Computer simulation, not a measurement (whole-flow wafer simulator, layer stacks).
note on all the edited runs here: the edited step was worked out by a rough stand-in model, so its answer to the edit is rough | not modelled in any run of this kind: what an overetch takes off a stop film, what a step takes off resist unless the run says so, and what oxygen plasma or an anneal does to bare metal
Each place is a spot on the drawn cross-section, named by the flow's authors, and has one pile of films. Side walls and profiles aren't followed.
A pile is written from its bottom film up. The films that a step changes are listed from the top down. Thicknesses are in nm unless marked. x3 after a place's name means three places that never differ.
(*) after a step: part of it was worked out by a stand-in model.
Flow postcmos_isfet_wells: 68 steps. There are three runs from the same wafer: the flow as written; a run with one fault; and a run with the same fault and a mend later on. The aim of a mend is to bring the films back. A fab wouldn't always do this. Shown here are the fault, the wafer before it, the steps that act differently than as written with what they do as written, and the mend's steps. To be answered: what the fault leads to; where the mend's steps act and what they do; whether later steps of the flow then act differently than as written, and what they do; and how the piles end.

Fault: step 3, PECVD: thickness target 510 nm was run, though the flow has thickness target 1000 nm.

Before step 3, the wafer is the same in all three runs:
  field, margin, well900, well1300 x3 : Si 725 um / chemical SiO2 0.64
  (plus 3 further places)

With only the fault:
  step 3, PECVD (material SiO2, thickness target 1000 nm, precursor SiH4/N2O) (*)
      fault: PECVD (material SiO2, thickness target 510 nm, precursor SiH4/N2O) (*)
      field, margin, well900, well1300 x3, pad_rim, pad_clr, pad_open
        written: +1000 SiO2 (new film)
        fault: +510 SiO2 (new film)
  Later steps of the flow that are run all act as written at every place that is followed.
  By the end, the piles at field, margin, well900, well1300 x3, pad_rim, pad_clr, pad_open depart from the flow's by more than 2% or 0.5 nm, whichever is larger.
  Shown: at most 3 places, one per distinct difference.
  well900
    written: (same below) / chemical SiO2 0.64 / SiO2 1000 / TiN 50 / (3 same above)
    fault: (same below) / chemical SiO2 0.64 / SiO2 510 / TiN 50 / (3 same above)
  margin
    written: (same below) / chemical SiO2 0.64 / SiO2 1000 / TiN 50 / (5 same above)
    fault: (same below) / chemical SiO2 0.64 / SiO2 510 / TiN 50 / (5 same above)
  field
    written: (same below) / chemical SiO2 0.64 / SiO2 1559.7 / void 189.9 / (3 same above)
    fault: (same below) / chemical SiO2 0.64 / SiO2 1069.7 / void 189.9 / (3 same above)

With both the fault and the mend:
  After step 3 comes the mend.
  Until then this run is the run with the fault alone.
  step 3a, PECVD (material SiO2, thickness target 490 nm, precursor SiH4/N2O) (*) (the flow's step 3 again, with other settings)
      field, margin, well900, well1300 x3, pad_rim, pad_clr, pad_open
        +490 SiO2
  Later steps of the flow that are run all act as written at every place that is followed.
  By the end, the piles equal the flow's at every place that both follow.
